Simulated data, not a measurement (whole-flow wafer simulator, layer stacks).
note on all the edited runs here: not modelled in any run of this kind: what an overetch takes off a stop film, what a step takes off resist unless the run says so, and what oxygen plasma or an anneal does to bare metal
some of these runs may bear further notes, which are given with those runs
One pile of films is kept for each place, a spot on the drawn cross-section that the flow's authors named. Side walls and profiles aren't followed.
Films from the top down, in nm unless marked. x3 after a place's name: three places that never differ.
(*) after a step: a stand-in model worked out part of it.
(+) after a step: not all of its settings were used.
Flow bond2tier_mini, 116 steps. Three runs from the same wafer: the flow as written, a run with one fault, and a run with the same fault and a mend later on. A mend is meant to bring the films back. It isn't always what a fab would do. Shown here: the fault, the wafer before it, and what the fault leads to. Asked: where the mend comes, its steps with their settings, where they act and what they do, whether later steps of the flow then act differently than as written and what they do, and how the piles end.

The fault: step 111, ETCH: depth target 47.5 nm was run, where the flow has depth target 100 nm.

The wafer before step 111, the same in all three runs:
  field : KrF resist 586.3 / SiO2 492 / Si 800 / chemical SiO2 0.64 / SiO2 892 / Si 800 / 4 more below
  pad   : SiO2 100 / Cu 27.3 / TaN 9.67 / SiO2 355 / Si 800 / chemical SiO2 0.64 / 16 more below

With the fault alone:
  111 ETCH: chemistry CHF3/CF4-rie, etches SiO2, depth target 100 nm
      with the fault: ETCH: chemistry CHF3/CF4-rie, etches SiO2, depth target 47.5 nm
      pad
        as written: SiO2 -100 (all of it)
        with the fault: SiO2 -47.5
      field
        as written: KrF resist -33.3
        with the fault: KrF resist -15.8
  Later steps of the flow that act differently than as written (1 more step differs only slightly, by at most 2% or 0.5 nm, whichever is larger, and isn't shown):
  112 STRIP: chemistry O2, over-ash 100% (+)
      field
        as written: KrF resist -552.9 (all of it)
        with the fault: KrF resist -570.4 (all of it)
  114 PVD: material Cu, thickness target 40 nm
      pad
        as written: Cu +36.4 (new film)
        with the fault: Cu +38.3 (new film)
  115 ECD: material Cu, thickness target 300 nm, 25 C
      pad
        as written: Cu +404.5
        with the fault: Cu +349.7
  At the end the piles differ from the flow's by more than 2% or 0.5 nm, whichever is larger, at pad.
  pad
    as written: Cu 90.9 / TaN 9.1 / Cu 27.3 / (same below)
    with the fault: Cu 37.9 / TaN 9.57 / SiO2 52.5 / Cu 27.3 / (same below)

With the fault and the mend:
  The mend comes after step 112.
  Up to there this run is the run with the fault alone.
  112a COAT: KrF resist, thickness 600 nm (*) (the flow's step 106 once more)
      field
        KrF resist +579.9 (new film)
      pad
        KrF resist +621 (new film)
  112b SOFTBAKE: KrF resist (the flow's step 107 once more)
      changes no film at any place that is followed
  112c EXPOSE: photomask T3PAD, NA 0.6 (the flow's step 108 once more)
      changes no film at any place that is followed
  112d PEB: KrF resist (the flow's step 109 once more)
      changes no film at any place that is followed
  112e DEVELOP: developer TMAH-0.26N, 60 s (the flow's step 110 once more)
      field
        KrF resist -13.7
      pad
        KrF resist -621 (all of it)
  112f ETCH: chemistry CHF3/CF4-rie, etches SiO2, depth target 52.5 nm (the flow's step 111 once more, with other settings)
      field
        KrF resist -17.5
      pad
        SiO2 -52.5 (all of it)
  112g STRIP: chemistry O2, over-ash 100% (+) (the flow's step 112 once more)
      field
        KrF resist -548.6 (all of it)
  No later step of the flow acts differently than as written at any place that is followed.
  At the end the piles are the same as the flow's at every place that both follow.
